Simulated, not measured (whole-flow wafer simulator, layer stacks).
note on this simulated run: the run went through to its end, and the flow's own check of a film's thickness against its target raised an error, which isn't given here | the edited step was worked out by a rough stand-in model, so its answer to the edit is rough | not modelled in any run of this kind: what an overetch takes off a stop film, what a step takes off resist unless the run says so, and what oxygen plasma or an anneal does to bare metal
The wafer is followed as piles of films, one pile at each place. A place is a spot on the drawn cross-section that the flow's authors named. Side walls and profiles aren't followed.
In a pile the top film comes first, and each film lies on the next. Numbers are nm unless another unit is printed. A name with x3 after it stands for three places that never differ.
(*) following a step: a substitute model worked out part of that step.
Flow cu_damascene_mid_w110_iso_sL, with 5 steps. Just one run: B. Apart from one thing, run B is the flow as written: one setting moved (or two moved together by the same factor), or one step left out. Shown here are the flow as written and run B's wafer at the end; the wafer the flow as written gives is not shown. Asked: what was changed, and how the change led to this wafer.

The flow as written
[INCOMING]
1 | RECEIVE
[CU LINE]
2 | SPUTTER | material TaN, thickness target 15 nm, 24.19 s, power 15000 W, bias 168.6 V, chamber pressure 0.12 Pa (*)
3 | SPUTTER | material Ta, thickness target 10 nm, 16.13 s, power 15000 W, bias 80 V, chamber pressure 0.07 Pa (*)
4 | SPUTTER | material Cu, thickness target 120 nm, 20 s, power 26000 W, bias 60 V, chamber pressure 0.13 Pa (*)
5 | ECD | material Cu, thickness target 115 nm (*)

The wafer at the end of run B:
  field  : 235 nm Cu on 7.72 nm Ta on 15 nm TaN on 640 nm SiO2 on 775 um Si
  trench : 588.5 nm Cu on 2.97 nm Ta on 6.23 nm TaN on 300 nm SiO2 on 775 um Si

The reason: step 3, SPUTTER: power 11580 W was run, while the flow as written has power 15000 W.

How this came from the change, step by step:
  3 | SPUTTER | material Ta, thickness target 10 nm, 16.13 s, power 15000 W, bias 80 V, chamber pressure 0.07 Pa (*)
      field: +7.72 Ta (new film) (as written it would have been: +10 Ta (new film))
      trench: +2.97 Ta (new film) (as written it would have been: +4.05 Ta (new film))
